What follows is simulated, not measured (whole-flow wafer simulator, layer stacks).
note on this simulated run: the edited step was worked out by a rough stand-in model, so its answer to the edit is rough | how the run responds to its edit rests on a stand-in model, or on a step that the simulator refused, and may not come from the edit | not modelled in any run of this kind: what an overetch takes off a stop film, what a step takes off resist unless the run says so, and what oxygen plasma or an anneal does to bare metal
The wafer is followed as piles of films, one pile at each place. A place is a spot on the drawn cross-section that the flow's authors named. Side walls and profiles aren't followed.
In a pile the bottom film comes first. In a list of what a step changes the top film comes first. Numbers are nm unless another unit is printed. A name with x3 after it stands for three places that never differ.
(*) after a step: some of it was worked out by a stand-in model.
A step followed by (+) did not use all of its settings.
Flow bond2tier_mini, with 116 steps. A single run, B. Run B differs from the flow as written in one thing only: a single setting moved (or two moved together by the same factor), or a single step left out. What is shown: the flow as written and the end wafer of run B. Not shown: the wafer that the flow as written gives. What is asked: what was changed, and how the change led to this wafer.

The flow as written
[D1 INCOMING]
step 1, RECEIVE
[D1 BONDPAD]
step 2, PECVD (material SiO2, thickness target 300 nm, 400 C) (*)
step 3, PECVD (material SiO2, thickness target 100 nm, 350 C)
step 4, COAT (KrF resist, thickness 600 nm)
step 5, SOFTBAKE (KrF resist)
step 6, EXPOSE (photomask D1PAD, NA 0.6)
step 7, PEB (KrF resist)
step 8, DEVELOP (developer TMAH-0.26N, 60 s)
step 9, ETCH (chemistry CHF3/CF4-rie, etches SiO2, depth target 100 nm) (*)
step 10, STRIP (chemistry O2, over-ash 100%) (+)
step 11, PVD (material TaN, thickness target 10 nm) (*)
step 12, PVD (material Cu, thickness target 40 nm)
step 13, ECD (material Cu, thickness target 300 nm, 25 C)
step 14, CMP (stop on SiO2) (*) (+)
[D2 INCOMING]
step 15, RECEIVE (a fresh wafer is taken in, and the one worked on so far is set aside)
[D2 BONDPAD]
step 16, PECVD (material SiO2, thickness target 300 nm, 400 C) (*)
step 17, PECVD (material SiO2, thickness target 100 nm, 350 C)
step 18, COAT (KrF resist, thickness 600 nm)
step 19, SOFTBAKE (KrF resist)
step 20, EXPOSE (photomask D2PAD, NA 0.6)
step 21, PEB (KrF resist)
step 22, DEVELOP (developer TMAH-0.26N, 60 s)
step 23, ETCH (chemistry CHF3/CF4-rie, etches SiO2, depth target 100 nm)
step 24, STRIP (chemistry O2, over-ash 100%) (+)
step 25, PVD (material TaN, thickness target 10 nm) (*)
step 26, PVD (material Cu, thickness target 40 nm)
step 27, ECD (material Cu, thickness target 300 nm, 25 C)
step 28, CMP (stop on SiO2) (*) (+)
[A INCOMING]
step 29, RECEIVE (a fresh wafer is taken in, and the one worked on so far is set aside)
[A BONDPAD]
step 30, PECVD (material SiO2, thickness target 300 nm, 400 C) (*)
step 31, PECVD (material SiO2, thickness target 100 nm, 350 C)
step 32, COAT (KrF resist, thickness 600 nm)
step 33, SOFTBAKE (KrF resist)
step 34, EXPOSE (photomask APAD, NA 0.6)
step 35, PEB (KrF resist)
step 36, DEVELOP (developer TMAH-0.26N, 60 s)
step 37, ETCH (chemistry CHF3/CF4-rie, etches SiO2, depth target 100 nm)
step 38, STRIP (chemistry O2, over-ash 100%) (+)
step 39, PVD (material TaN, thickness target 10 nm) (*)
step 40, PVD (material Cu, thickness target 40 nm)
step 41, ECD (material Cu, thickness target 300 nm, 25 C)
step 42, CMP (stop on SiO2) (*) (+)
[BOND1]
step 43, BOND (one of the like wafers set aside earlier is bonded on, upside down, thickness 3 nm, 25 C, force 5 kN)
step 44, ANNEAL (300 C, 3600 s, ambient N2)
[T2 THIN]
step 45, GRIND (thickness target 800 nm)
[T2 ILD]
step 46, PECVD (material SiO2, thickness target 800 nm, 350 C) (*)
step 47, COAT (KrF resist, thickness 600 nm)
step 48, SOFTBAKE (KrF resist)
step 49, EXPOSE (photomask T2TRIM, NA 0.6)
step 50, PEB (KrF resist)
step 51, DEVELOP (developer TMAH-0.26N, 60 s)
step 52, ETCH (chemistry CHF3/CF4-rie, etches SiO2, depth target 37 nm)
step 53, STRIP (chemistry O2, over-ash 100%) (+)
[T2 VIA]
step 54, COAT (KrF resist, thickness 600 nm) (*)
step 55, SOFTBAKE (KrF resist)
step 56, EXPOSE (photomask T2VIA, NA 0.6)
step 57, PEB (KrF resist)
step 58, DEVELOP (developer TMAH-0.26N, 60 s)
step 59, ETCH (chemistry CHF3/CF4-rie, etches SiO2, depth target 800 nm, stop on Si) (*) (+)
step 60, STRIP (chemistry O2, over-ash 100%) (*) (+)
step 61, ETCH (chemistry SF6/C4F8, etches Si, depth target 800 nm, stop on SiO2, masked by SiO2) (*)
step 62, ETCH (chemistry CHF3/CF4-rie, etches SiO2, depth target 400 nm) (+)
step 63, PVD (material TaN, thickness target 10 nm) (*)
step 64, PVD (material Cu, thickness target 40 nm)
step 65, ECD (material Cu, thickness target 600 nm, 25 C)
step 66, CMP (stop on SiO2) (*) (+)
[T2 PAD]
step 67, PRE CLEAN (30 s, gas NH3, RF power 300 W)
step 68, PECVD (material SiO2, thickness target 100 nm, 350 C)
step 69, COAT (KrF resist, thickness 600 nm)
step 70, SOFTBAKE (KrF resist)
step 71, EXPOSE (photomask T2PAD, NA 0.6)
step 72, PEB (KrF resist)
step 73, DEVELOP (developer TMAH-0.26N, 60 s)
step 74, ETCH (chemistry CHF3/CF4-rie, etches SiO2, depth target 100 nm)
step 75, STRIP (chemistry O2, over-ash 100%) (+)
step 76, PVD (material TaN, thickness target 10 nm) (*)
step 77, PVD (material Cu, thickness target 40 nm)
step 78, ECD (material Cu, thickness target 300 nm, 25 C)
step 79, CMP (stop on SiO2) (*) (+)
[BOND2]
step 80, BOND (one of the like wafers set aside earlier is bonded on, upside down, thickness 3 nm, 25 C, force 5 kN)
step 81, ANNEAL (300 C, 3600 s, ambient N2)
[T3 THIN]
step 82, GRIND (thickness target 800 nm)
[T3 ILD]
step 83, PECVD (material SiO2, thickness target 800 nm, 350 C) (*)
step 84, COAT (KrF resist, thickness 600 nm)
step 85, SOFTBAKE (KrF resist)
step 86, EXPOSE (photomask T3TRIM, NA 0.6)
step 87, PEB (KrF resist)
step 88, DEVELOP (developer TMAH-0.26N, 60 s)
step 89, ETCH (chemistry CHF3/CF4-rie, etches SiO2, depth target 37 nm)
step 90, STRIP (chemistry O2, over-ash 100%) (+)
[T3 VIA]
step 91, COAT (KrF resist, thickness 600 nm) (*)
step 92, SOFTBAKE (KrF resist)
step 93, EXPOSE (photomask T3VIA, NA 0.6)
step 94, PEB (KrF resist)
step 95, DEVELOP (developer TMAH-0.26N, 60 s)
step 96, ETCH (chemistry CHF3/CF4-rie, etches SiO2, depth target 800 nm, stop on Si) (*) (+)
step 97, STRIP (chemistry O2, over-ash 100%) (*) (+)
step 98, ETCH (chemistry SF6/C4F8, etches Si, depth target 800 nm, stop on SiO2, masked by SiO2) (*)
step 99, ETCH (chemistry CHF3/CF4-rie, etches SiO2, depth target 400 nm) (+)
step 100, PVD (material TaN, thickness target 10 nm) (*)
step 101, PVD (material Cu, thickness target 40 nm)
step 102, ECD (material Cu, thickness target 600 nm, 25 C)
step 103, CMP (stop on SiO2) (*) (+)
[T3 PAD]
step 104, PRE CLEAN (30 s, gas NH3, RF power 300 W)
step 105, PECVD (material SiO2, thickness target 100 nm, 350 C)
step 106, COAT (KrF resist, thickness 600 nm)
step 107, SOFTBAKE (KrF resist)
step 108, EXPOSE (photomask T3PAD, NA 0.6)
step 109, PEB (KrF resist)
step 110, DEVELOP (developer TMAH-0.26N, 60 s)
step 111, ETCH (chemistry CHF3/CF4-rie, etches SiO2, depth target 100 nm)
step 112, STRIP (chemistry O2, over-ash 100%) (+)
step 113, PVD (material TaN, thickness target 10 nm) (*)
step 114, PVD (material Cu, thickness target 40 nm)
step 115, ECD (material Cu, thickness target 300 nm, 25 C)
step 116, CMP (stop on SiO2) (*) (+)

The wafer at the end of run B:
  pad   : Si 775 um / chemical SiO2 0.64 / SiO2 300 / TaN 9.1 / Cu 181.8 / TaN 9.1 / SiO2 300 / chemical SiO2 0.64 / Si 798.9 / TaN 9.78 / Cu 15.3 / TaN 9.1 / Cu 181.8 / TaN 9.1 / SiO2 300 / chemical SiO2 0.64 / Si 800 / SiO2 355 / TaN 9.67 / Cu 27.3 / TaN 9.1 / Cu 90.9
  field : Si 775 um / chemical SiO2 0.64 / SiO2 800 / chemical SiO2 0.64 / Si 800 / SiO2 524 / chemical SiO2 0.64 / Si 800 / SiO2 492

The reason: step 46, PECVD: thickness target 432 nm was run, whereas the flow has thickness target 800 nm.

The path from the change to this, step by step:
  step 46, PECVD (material SiO2, thickness target 800 nm, 350 C) (*)
      field, pad, via: SiO2 gains 432 (new film) (it would be, as written: SiO2 gains 800 (new film))
  step 59, ETCH (chemistry CHF3/CF4-rie, etches SiO2, depth target 800 nm, stop on Si) (*) (+)
      field, pad: KrF resist loses 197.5 (it would be, as written: KrF resist loses 266.7)
      via: SiO2 loses 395 (all of it) (it would be, as written: SiO2 loses 763 (all of it))
  step 60, STRIP (chemistry O2, over-ash 100%) (*) (+)
      field: KrF resist loses 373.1 (all of it) (it would be, as written: KrF resist loses 303.9 (all of it))
      pad: KrF resist loses 405.1 (all of it) (it would be, as written: KrF resist loses 336 (all of it))
  step 62, ETCH (chemistry CHF3/CF4-rie, etches SiO2, depth target 400 nm) (+)
      pad: SiO2 loses 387 (all of it), Si loses 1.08 (it would be, as written: SiO2 loses 400)
